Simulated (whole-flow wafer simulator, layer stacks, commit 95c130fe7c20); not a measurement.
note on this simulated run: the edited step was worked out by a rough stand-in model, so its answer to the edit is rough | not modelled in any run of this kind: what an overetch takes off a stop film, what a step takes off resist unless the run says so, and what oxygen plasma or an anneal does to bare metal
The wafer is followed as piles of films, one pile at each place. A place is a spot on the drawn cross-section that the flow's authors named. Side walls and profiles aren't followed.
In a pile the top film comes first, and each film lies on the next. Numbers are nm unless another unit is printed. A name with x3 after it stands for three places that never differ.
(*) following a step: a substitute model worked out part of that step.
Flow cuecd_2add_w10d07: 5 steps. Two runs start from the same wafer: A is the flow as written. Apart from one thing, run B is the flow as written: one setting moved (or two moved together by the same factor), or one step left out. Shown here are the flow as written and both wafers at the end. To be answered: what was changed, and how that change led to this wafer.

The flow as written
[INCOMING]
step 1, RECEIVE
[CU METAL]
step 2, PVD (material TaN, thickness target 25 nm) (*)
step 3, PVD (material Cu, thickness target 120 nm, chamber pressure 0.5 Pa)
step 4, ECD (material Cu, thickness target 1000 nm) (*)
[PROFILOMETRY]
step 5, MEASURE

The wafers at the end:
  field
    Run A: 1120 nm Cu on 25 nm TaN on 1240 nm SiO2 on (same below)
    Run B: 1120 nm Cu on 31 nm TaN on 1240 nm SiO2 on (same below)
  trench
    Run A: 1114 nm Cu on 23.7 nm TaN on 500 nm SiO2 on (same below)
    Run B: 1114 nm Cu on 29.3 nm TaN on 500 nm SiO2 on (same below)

What caused this: step 2, PVD: thickness target 31 nm was run, whereas the flow has thickness target 25 nm.
The wafer itself shows it: field has TaN 31, and step 2 as written asks for 25 nm.

The path from the change to this, step by step:
  step 2, PVD (material TaN, thickness target 25 nm) (*)
      field: A TaN gains 25 (new film) | B TaN gains 31 (new film)
      trench: A TaN gains 23.7 (new film) | B TaN gains 29.3 (new film)
